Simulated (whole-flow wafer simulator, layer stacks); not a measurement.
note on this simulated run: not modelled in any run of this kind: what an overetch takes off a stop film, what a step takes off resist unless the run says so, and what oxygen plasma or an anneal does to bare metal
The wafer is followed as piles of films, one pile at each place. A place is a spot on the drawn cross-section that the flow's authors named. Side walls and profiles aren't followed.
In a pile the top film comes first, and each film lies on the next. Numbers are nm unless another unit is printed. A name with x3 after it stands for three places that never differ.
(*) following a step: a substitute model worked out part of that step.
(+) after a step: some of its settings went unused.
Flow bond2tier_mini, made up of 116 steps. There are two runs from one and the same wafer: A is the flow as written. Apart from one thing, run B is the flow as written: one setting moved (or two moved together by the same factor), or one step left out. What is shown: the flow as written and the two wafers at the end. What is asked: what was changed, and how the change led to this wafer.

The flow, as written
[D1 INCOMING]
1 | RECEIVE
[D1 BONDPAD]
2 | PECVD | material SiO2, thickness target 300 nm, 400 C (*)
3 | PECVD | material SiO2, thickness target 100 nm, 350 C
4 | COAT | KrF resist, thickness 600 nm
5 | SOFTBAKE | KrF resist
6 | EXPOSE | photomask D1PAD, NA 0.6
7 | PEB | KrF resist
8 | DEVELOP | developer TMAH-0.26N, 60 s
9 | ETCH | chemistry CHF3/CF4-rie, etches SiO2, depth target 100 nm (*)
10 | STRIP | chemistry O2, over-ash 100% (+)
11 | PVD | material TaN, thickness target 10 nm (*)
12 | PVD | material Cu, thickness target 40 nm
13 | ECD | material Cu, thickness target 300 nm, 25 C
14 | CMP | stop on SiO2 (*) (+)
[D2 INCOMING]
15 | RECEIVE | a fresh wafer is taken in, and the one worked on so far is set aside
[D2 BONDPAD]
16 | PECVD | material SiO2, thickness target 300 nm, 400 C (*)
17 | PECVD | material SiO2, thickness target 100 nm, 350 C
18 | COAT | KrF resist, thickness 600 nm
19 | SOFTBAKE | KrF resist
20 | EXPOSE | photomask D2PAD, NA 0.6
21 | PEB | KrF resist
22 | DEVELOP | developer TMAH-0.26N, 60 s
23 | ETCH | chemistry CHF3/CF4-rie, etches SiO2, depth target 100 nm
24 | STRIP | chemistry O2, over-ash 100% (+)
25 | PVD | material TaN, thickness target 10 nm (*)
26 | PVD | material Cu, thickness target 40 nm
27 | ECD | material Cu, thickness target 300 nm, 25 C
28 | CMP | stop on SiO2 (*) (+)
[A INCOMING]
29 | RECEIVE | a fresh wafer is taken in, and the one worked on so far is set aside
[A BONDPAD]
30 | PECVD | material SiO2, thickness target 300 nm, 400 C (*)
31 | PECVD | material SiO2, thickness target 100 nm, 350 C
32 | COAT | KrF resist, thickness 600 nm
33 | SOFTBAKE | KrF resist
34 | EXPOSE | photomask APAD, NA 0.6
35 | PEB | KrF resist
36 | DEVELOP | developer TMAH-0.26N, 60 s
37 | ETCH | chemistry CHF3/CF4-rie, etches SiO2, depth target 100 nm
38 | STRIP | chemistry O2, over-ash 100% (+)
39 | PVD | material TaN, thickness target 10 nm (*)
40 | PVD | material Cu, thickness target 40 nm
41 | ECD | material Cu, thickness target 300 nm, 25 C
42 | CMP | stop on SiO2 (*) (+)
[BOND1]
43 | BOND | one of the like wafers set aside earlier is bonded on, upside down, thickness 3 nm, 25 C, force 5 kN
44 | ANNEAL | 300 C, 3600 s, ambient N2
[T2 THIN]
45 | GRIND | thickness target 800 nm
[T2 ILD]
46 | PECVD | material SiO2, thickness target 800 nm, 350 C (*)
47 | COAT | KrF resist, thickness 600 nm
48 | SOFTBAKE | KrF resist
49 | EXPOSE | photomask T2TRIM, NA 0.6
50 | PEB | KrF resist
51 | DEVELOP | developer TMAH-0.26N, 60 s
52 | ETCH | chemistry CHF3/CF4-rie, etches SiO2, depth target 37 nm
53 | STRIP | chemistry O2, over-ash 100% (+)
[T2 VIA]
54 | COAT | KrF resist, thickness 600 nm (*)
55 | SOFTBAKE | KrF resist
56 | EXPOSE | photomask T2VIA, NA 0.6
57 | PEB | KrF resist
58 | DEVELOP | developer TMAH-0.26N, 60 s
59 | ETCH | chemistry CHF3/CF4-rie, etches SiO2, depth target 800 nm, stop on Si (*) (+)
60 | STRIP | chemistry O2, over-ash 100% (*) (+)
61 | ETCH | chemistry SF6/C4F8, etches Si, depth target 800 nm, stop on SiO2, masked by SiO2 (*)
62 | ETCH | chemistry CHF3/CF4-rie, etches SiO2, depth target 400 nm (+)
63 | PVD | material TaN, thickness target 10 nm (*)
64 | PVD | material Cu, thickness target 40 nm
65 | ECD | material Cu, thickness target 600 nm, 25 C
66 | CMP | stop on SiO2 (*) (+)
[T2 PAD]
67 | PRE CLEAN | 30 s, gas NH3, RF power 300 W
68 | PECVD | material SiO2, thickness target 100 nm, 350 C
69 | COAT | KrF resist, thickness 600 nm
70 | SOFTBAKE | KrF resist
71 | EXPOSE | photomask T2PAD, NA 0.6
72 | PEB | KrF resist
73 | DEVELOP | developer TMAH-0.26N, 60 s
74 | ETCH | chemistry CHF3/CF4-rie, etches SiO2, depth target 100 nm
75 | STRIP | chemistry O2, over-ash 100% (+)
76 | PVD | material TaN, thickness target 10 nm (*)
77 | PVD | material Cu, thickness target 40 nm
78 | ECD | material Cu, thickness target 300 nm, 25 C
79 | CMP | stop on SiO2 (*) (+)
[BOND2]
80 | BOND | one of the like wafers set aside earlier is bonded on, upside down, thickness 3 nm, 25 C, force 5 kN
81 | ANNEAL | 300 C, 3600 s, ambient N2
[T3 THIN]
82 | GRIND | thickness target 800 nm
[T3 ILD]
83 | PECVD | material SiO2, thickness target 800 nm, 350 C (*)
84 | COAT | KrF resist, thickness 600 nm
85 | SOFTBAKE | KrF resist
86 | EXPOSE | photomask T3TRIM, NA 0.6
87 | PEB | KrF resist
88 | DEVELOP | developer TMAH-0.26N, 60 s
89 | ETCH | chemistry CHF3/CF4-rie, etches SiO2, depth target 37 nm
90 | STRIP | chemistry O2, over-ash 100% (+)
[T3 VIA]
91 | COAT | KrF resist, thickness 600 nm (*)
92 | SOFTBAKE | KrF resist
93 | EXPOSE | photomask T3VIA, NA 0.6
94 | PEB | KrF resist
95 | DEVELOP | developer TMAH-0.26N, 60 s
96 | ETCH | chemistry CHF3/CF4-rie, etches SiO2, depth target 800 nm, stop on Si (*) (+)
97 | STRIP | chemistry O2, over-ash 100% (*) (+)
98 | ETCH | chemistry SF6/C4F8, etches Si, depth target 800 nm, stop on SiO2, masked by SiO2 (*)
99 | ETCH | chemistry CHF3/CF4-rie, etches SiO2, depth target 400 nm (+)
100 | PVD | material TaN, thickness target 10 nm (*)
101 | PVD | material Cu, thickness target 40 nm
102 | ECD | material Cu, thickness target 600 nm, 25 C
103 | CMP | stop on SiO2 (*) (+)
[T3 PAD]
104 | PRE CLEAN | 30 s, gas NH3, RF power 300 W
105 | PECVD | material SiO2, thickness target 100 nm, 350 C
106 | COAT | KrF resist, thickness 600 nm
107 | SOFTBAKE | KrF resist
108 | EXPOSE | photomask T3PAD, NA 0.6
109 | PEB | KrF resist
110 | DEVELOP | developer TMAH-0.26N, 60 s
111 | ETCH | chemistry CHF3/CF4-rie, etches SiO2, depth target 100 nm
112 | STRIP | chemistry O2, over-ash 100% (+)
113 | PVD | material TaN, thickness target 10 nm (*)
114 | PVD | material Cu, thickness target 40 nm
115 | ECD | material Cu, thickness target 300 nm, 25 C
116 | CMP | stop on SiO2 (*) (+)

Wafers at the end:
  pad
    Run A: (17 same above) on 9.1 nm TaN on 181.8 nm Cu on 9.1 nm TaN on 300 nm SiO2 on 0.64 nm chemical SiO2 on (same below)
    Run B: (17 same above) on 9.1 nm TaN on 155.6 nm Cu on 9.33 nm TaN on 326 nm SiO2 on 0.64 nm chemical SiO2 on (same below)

Cause: step 37, ETCH: depth target 74 nm was run, whereas the flow has depth target 100 nm.

Step by step, how the change led to this:
  37 | ETCH | chemistry CHF3/CF4-rie, etches SiO2, depth target 100 nm
      pad, via: A -100 SiO2 | B -74 SiO2
      field: A -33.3 KrF resist | B -24.7 KrF resist
  40 | PVD | material Cu, thickness target 40 nm
      pad: A +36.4 Cu (new film) | B +37.3 Cu (new film)
  41 | ECD | material Cu, thickness target 300 nm, 25 C
      pad: A +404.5 Cu | B +377.3 Cu
      via: A +400.2 Cu | B +374.1 Cu
